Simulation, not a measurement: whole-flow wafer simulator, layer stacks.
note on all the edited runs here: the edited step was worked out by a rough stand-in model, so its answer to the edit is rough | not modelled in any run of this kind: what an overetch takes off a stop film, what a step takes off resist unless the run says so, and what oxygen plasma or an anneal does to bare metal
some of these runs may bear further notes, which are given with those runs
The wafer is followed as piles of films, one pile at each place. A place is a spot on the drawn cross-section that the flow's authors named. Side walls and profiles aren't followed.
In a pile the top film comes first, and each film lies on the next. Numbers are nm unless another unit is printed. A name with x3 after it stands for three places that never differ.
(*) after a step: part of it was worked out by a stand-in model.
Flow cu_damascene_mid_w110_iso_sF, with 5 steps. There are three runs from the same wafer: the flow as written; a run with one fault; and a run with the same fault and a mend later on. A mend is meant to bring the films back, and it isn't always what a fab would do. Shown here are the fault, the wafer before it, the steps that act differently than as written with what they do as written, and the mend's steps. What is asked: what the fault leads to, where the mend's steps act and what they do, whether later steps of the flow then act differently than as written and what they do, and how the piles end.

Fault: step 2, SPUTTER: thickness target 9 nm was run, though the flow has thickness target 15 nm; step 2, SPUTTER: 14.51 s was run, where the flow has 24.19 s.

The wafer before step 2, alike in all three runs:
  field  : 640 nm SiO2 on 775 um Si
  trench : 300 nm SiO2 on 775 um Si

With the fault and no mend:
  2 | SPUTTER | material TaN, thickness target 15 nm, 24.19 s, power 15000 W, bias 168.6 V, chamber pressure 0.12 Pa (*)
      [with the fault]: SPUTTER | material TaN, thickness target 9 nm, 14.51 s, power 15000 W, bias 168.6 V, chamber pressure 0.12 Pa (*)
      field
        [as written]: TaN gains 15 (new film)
        [with the fault]: TaN gains 9 (new film)
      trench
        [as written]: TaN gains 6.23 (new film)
        [with the fault]: TaN gains 3.74 (new film)
  Every later step of the flow that is run acts as written, at every place that is followed, to within 2% or 0.5 nm, whichever is larger.
  The piles end different from the flow's at field, trench by more than 2% or 0.5 nm, whichever is larger.
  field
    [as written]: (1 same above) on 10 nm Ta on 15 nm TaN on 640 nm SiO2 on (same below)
    [with the fault]: (1 same above) on 10 nm Ta on 9 nm TaN on 640 nm SiO2 on (same below)
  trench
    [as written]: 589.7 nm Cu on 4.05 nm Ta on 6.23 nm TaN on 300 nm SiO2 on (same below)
    [with the fault]: 586.1 nm Cu on 4.12 nm Ta on 3.74 nm TaN on 300 nm SiO2 on (same below)

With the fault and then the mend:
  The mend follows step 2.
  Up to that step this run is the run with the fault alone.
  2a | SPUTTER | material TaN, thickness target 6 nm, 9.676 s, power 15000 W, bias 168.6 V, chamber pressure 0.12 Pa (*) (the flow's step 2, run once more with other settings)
      field
        TaN gains 6
      trench
        TaN gains 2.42
  Every later step of the flow that is run acts as written, at every place that is followed, to within 2% or 0.5 nm, whichever is larger.
  At the end the piles are close to the flow's at the places that both follow, differing by at most 2% or 0.5 nm, whichever is larger.
